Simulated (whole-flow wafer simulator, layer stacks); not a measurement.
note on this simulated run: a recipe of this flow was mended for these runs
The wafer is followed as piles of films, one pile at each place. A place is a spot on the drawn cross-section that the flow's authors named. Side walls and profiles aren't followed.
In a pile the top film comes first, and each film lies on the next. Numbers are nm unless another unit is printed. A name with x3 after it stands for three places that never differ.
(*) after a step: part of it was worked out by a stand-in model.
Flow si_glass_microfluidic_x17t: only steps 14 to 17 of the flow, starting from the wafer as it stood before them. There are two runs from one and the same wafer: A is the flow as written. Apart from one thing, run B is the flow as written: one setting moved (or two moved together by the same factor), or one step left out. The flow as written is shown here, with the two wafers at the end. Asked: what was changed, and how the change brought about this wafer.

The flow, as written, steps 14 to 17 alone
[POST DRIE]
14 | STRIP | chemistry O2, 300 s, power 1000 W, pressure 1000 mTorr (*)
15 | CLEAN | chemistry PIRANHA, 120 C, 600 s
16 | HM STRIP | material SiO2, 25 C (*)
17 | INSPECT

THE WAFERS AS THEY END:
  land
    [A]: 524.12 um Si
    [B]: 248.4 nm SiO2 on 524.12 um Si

The reason: step 16, HM STRIP: 14 C was run, though the flow has 25 C.

The path from the change to this, step by step:
  16 | HM STRIP | material SiO2, 25 C (*)
      land: A -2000 SiO2 (all of it) | B -1751.6 SiO2
